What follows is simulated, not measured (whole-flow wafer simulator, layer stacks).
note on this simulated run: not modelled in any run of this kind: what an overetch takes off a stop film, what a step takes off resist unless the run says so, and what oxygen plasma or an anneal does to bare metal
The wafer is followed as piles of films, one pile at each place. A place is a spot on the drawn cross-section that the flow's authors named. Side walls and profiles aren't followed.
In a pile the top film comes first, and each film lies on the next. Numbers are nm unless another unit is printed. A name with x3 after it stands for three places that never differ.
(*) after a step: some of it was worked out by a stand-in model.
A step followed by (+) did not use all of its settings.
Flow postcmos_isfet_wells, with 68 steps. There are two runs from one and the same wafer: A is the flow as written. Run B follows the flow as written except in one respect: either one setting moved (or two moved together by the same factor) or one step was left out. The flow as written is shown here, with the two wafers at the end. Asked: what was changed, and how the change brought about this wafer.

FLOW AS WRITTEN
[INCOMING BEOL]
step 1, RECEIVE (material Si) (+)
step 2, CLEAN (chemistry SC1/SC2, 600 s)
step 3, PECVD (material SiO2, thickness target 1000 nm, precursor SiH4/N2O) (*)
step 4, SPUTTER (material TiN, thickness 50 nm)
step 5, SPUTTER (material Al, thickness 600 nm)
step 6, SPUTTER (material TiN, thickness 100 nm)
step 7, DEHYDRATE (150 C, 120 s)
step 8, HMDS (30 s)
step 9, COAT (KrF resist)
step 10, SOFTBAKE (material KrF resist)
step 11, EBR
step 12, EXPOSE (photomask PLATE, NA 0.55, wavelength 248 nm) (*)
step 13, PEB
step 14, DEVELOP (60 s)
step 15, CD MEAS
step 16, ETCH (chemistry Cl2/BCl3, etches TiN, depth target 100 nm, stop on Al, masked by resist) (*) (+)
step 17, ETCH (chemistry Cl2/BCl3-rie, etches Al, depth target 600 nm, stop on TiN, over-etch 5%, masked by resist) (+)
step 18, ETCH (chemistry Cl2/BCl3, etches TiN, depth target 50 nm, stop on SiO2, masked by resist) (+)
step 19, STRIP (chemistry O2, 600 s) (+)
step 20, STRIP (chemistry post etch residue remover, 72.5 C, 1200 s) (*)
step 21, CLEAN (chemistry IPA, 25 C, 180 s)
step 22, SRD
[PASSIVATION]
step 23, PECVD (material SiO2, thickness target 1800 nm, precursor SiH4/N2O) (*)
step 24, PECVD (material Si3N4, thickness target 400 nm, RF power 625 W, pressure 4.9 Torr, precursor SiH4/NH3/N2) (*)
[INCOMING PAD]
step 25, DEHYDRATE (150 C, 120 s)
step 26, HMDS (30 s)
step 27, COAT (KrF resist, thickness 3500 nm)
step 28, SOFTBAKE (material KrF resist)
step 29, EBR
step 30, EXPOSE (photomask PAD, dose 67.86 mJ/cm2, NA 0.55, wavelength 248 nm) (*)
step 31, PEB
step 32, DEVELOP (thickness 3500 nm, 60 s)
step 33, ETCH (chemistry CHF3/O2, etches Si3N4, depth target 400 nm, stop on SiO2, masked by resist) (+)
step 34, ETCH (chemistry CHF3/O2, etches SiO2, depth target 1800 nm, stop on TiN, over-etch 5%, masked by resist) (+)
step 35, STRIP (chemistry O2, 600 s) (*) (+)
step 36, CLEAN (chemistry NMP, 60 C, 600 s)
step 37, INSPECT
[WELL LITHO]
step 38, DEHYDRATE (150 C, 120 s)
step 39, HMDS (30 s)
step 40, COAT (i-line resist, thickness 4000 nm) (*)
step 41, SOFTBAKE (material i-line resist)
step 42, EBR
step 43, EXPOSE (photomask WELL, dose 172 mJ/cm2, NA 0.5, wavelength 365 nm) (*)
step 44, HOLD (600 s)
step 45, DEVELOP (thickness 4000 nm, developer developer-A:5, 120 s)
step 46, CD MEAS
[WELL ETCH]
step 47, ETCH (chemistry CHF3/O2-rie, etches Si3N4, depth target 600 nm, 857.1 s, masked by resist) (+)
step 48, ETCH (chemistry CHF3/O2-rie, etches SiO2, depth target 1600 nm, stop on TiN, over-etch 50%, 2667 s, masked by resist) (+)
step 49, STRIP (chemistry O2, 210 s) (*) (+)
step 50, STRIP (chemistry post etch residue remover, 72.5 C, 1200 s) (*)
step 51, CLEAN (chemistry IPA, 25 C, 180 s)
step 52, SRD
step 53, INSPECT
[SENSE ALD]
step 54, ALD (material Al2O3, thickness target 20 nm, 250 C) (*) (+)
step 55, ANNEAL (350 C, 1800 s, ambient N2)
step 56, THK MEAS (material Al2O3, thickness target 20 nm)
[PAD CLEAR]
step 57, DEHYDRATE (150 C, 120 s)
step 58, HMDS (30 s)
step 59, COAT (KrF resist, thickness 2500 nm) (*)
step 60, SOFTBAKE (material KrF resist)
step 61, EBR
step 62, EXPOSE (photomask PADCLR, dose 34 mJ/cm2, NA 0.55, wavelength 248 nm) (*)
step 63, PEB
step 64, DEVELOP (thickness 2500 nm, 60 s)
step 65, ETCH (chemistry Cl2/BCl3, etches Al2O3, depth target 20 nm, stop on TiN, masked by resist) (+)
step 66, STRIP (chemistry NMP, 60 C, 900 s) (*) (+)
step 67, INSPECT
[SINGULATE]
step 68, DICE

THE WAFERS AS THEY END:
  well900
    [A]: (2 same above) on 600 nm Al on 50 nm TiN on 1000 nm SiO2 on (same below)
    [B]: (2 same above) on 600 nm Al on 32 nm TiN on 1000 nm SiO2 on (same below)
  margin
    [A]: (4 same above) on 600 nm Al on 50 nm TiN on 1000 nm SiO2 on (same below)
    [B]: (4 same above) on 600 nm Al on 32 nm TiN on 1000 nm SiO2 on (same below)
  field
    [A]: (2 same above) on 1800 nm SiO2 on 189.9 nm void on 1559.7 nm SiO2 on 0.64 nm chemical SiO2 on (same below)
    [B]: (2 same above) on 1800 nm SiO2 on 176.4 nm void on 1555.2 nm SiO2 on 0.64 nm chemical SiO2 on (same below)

What caused this: step 4, SPUTTER: thickness 32 nm was run, though the flow has thickness 50 nm.
The wafer itself shows it: well900 has TiN 32, and step 4 as written asks for 50 nm.

Step by step, how the change led to this:
  step 4, SPUTTER (material TiN, thickness 50 nm)
      field, margin, well900, well1300 x3, pad_rim, pad_clr, pad_open: A TiN gains 50 (new film) | B TiN gains 32 (new film)
  step 18, ETCH (chemistry Cl2/BCl3, etches TiN, depth target 50 nm, stop on SiO2, masked by resist) (+)
      margin, well900, well1300 x3, pad_rim, pad_clr, pad_open: A KrF resist loses 20 | B KrF resist loses 19.2
      field: A TiN loses 50 (all of it) | B TiN loses 32 (all of it)
  step 23, PECVD (material SiO2, thickness target 1800 nm, precursor SiH4/N2O) (*)
      field: A SiO2 gains 1800 (new film), void gains 189.9 (new film), SiO2 gains 559.7 | B SiO2 gains 1800 (new film), void gains 176.4 (new film), SiO2 gains 555.2
